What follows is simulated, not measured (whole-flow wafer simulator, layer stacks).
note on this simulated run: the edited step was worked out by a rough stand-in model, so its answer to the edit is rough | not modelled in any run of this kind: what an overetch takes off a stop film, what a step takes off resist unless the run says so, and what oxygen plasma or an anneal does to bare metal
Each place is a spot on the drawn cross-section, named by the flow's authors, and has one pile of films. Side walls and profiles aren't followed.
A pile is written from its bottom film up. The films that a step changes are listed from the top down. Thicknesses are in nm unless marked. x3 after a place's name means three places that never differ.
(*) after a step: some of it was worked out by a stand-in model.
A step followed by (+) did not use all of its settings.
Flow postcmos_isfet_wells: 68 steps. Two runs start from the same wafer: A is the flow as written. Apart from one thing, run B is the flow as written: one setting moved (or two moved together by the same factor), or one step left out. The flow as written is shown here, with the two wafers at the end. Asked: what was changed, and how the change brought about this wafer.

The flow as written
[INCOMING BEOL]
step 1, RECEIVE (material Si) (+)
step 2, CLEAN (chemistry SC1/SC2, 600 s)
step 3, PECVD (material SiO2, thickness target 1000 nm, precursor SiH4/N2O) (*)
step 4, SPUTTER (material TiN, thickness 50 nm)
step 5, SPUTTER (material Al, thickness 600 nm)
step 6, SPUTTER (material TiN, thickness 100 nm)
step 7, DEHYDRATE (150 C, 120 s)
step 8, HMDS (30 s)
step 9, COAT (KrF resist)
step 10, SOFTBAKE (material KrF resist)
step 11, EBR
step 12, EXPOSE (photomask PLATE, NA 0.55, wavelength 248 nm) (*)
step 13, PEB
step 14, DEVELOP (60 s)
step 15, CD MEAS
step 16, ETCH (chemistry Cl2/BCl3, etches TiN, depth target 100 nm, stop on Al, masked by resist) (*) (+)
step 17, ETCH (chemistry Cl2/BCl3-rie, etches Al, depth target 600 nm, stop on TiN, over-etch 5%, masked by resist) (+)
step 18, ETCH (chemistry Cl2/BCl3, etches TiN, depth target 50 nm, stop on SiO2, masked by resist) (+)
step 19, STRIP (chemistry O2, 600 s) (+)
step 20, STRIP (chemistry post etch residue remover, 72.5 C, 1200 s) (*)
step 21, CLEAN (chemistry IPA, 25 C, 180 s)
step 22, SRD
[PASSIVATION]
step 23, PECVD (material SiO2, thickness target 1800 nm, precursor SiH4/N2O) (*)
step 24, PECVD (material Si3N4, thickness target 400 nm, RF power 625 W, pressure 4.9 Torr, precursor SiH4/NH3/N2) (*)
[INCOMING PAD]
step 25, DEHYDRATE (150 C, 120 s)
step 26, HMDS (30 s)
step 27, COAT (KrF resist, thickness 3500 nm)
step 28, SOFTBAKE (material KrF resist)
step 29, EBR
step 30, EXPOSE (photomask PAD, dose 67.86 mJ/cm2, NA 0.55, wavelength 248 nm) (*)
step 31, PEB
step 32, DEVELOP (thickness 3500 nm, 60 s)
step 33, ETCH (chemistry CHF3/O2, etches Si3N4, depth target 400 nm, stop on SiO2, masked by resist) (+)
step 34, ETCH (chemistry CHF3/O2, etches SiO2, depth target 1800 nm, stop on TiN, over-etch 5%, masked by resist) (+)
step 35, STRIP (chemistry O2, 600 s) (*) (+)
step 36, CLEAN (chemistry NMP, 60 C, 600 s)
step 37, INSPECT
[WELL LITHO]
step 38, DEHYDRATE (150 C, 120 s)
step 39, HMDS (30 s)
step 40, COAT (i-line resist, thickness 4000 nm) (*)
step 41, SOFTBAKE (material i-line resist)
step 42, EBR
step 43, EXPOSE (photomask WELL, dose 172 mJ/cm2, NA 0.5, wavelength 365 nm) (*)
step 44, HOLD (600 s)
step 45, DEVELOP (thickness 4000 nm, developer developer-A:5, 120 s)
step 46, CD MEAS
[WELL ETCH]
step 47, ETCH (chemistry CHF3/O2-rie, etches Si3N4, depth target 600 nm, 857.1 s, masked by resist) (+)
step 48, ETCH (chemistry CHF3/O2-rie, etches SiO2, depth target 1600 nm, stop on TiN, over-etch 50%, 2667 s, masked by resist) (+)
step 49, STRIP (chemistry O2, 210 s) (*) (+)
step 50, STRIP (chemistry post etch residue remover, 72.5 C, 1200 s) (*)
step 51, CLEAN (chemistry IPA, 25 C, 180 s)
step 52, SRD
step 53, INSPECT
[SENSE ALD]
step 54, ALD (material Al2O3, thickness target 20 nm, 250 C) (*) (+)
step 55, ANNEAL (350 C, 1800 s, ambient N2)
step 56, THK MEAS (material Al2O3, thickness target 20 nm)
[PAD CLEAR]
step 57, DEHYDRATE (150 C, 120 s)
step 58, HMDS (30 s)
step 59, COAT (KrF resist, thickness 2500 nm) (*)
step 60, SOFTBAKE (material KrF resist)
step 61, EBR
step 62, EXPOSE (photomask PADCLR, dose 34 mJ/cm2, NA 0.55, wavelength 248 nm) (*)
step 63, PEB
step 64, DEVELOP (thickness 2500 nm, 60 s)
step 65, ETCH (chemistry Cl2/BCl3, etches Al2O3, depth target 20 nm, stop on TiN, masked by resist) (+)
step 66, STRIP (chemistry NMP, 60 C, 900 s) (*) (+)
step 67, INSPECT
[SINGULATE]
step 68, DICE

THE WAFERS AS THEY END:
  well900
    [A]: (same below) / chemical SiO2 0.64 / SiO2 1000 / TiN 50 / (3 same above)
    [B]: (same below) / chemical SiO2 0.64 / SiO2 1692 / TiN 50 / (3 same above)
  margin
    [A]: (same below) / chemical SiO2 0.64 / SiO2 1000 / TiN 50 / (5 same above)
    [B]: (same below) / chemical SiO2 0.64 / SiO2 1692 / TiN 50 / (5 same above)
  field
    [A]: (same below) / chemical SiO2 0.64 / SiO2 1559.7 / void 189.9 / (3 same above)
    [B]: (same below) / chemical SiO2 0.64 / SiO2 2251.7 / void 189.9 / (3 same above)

Cause: step 3, PECVD: thickness target 1692 nm was run, though the flow has thickness target 1000 nm.
One can read it off the wafer: well900 has SiO2 1692, and step 3 as written asks for 1000 nm.

The path from the change to this, step by step:
  step 3, PECVD (material SiO2, thickness target 1000 nm, precursor SiH4/N2O) (*)
      field, margin, well900, well1300 x3, pad_rim, pad_clr, pad_open: A SiO2 gains 1000 (new film) | B SiO2 gains 1692 (new film)
